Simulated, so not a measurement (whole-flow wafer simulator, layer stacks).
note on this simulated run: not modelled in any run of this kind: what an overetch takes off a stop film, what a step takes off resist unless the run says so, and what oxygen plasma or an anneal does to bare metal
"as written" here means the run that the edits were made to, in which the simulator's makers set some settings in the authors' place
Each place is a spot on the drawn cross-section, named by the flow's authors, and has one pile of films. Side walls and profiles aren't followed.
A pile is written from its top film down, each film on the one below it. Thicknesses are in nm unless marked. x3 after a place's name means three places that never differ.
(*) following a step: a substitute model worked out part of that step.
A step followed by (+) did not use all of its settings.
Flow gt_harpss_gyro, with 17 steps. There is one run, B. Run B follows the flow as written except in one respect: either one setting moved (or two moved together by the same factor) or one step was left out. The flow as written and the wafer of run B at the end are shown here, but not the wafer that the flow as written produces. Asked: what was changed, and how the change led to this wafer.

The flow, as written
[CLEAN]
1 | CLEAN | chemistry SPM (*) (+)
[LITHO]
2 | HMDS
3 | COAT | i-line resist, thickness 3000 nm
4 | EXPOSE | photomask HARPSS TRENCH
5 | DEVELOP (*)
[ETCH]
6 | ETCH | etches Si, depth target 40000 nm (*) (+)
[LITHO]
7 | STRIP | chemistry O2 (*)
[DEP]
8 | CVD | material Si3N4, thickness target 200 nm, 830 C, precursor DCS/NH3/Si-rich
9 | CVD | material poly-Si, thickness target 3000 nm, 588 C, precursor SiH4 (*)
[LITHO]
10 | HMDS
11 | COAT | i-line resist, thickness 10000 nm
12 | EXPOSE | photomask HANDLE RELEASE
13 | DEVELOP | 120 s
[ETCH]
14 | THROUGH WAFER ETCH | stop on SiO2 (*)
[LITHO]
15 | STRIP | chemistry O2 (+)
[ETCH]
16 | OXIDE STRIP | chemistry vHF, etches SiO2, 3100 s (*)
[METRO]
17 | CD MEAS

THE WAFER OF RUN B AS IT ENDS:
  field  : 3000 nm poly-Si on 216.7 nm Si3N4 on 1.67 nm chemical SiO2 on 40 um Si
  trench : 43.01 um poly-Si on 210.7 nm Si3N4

What caused this: step 8, CVD: 844 C was run, though the flow has 830 C.

The path from the change to this, step by step:
  8 | CVD | material Si3N4, thickness target 200 nm, 830 C, precursor DCS/NH3/Si-rich
      field: +216.7 Si3N4 (new film) (in the flow as written it would be: +200 Si3N4 (new film))
      trench: +210.7 Si3N4 (new film) (in the flow as written it would be: +195.9 Si3N4 (new film))
